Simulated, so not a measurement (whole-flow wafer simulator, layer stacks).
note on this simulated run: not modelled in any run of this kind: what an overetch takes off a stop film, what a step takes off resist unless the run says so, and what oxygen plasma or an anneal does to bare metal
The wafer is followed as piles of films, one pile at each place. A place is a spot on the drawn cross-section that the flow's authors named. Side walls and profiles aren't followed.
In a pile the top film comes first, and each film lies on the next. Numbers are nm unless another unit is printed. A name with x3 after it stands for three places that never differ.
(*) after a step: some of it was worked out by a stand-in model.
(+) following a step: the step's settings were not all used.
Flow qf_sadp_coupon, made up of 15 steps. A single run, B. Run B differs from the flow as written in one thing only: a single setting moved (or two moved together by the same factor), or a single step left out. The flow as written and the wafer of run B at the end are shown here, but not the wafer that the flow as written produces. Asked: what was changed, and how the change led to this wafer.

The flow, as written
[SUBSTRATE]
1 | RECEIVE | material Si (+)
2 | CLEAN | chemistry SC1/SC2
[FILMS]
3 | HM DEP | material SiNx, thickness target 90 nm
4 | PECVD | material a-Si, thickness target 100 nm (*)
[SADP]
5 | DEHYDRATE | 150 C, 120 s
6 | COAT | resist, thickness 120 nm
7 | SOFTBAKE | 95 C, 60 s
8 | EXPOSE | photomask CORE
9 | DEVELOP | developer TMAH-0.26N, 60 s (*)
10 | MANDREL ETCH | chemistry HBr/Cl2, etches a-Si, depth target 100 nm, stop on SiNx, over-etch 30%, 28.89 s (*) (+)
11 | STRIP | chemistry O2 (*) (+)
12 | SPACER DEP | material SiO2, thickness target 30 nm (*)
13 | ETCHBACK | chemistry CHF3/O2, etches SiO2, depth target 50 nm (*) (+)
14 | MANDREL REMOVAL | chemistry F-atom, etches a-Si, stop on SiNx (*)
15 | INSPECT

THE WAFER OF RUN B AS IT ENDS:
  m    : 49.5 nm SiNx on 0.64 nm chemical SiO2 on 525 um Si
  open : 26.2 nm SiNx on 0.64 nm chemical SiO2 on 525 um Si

What caused this: step 3, HM DEP: thickness target 49.5 nm was run, though the flow has thickness target 90 nm.
One can read it off the wafer: m has SiNx 49.5, and step 3 as written asks for 90 nm.

How this came from the change, step by step:
  3 | HM DEP | material SiNx, thickness target 90 nm
      m, open: SiNx gains 49.5 (new film) (as written it would have been: SiNx gains 90 (new film))
